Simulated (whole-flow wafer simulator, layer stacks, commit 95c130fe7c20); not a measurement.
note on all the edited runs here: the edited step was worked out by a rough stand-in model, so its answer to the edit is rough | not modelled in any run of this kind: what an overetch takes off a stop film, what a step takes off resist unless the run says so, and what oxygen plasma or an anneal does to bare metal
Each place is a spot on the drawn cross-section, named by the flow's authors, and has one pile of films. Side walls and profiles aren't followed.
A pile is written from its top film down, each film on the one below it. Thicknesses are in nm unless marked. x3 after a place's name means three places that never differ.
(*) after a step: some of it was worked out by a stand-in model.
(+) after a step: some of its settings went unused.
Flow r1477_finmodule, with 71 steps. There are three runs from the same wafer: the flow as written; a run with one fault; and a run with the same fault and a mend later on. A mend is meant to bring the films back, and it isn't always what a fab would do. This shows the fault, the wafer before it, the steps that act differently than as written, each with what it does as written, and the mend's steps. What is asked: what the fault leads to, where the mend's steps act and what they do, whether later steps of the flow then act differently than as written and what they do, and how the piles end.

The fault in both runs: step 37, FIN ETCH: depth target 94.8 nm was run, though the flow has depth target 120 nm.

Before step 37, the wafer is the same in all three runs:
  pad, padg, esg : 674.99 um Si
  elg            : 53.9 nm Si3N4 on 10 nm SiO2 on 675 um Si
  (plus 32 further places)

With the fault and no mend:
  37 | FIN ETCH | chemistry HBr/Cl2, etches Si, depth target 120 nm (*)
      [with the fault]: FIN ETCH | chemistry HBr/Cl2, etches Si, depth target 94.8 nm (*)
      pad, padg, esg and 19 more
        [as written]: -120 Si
        [with the fault]: -94.8 Si
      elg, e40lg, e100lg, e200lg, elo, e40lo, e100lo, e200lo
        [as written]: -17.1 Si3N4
        [with the fault]: -13.5 Si3N4
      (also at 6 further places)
  Steps further on in the flow that do not act as written (3 other steps are not shown; they differ only slightly, by no more than 2% or 0.5 nm, whichever is larger):
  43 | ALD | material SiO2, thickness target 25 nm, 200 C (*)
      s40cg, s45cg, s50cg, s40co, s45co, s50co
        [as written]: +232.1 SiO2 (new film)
        [with the fault]: +208.8 SiO2 (new film)
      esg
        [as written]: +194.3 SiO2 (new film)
        [with the fault]: +172.7 SiO2 (new film)
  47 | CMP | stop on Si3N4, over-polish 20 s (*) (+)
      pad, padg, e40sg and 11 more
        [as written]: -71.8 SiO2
        [with the fault]: -97 SiO2
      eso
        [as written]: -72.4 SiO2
        [with the fault]: -97.6 SiO2
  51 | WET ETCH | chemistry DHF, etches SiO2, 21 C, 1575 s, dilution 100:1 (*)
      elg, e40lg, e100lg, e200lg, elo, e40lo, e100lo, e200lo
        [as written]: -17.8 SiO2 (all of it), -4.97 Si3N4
        [with the fault]: -14.2 SiO2 (all of it), -5.26 Si3N4
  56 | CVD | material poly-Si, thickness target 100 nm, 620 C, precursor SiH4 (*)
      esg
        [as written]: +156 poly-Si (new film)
        [with the fault]: +159.3 poly-Si (new film)
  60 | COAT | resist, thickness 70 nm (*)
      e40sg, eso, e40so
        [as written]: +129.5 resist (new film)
        [with the fault]: +132.6 resist (new film)
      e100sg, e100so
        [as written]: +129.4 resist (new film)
        [with the fault]: +132.5 resist (new film)
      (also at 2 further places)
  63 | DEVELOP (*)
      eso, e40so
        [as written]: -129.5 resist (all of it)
        [with the fault]: -132.6 resist (all of it)
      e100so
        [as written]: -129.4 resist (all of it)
        [with the fault]: -132.5 resist (all of it)
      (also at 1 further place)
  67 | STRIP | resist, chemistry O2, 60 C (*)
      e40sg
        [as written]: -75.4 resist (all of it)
        [with the fault]: -78.5 resist (all of it)
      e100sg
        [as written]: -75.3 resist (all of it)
        [with the fault]: -78.4 resist (all of it)
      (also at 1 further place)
  By the end, the piles at pad, padg, elg and 27 more depart from the flow's by more than 2% or 0.5 nm, whichever is larger.
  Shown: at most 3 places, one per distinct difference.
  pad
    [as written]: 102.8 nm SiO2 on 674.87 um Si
    [with the fault]: 77.7 nm SiO2 on 674.9 um Si
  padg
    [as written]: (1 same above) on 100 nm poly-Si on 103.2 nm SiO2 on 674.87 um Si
    [with the fault]: (1 same above) on 100 nm poly-Si on 78.1 nm SiO2 on 674.9 um Si
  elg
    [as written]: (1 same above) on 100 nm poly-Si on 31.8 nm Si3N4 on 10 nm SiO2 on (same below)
    [with the fault]: (1 same above) on 100 nm poly-Si on 35.1 nm Si3N4 on 10 nm SiO2 on (same below)

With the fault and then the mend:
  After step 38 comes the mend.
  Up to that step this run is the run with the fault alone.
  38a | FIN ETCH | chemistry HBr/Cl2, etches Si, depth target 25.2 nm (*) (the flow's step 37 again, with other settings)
      pad, padg, esg and 19 more
        -25.2 Si
      elg, e40lg, e100lg, e200lg, elo, e40lo, e100lo, e200lo
        -3.6 Si3N4
      s40sg_line, s45sg_line, s50sg_line, s40so_line, s45so_line, s50so_line
        -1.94 SiO2
  Every later step of the flow that is run acts as written at every place that is followed.
  By the end, the piles equal the flow's at every place that both follow.
